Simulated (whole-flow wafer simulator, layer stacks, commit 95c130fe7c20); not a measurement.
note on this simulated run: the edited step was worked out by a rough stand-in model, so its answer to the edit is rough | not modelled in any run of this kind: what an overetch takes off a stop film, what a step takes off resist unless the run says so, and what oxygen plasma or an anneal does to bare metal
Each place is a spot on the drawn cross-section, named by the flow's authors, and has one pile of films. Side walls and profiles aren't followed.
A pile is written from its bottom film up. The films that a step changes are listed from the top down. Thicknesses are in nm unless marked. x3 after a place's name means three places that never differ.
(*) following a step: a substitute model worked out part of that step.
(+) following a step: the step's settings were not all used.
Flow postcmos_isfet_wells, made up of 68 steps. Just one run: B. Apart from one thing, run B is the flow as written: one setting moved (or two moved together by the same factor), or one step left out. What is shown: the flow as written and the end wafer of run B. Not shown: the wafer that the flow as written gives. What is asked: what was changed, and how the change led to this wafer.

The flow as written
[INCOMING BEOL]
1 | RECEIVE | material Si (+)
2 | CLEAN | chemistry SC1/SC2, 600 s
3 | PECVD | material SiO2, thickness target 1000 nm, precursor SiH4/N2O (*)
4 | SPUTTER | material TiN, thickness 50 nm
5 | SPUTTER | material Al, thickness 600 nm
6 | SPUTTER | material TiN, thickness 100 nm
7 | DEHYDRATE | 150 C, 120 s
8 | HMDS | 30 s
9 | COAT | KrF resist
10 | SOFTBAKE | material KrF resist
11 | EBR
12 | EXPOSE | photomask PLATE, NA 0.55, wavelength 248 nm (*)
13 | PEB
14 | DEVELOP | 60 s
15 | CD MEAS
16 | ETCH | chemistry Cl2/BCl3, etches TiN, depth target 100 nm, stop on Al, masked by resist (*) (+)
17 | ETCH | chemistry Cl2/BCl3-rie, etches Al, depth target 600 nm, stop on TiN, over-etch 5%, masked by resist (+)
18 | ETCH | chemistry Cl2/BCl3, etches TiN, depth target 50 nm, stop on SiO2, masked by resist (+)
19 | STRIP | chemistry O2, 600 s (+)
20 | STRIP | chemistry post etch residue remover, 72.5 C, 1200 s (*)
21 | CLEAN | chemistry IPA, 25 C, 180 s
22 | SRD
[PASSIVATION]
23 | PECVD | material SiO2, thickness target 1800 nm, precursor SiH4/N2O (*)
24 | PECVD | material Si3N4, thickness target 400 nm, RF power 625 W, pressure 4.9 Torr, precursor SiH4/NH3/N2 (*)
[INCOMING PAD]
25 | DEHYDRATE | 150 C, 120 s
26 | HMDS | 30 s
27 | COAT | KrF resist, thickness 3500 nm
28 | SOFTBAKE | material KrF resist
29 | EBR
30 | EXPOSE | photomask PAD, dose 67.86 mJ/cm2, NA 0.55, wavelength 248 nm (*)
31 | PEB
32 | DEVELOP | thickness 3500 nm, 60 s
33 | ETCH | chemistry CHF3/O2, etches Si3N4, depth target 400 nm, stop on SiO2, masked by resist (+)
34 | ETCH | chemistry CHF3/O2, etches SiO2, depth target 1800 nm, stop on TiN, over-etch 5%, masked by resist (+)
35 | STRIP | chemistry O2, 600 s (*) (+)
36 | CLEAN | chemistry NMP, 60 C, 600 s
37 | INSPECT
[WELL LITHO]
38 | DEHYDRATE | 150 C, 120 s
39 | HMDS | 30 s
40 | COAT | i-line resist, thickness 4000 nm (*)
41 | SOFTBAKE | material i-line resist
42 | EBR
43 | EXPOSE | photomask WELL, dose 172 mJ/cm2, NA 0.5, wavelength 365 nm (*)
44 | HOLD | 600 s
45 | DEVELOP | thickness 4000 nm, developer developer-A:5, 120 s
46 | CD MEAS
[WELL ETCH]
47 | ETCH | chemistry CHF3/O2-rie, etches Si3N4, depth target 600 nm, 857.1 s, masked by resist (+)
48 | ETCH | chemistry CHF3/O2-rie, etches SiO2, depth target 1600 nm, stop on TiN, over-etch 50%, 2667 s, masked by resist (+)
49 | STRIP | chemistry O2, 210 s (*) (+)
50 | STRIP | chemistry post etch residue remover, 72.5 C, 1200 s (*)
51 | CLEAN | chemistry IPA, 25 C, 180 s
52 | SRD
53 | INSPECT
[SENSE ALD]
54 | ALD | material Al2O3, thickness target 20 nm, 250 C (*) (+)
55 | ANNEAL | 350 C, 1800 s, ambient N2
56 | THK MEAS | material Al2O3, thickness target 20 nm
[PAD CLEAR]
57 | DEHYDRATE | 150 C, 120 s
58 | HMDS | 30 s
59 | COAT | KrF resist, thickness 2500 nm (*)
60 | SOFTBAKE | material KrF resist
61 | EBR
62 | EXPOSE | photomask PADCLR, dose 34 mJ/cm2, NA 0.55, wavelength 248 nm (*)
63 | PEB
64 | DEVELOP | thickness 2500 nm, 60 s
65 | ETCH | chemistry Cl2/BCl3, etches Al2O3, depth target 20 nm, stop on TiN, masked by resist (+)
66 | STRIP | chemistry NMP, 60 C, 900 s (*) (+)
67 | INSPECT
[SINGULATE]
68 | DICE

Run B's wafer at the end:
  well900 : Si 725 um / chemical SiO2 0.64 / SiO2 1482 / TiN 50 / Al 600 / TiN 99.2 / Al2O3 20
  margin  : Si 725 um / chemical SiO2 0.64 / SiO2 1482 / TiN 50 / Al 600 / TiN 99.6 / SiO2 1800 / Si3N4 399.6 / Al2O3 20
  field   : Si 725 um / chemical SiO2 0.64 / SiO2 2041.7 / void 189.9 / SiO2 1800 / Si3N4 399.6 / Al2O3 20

Cause: step 3, PECVD: thickness target 1482 nm was run, whereas the flow has thickness target 1000 nm.
One can read it off the wafer: well900 has SiO2 1482, and step 3 as written asks for 1000 nm.

Step by step, how the change led to this:
  3 | PECVD | material SiO2, thickness target 1000 nm, precursor SiH4/N2O (*)
      field, margin, well900, well1300 x3, pad_rim, pad_clr, pad_open: SiO2 gains 1482 (new film) (in the flow as written it would be: SiO2 gains 1000 (new film))
